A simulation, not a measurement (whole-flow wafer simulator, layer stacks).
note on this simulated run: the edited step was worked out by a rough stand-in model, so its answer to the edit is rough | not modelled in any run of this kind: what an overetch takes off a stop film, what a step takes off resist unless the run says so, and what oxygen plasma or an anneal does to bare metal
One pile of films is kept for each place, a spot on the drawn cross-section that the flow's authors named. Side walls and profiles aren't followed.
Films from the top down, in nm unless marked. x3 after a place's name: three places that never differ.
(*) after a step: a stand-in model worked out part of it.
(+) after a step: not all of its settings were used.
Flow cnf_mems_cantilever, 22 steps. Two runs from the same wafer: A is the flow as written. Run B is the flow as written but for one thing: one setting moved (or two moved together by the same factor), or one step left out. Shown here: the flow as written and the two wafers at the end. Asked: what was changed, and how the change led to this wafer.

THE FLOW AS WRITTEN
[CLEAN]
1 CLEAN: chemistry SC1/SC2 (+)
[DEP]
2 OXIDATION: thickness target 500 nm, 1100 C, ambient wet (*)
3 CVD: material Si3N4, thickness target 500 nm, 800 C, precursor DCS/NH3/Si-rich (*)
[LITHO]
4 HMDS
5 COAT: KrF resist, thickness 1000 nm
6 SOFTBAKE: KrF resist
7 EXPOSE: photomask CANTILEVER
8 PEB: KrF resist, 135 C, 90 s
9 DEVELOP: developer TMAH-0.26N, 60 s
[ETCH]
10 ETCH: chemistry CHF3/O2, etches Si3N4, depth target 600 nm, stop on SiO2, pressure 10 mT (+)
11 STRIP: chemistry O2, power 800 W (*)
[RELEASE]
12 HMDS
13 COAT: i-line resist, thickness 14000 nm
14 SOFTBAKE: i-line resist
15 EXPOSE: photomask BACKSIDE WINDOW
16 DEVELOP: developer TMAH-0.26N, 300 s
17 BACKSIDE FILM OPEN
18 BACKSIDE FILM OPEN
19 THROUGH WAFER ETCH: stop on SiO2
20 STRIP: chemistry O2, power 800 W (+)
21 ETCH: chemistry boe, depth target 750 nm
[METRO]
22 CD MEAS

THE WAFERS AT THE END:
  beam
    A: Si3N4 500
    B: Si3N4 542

The cause: step 3, CVD: thickness target 542 nm was run, where the flow has thickness target 500 nm.
It can be read off the wafer: beam has Si3N4 542, and step 3 as written asks for 500 nm.

How the change led to this, step by step:
  3 CVD: material Si3N4, thickness target 500 nm, 800 C, precursor DCS/NH3/Si-rich (*)
      field, beam: A Si3N4 +500 (new film) | B Si3N4 +542 (new film)
  10 ETCH: chemistry CHF3/O2, etches Si3N4, depth target 600 nm, stop on SiO2, pressure 10 mT (+)
      field: A Si3N4 -500 (all of it) | B Si3N4 -542 (all of it)
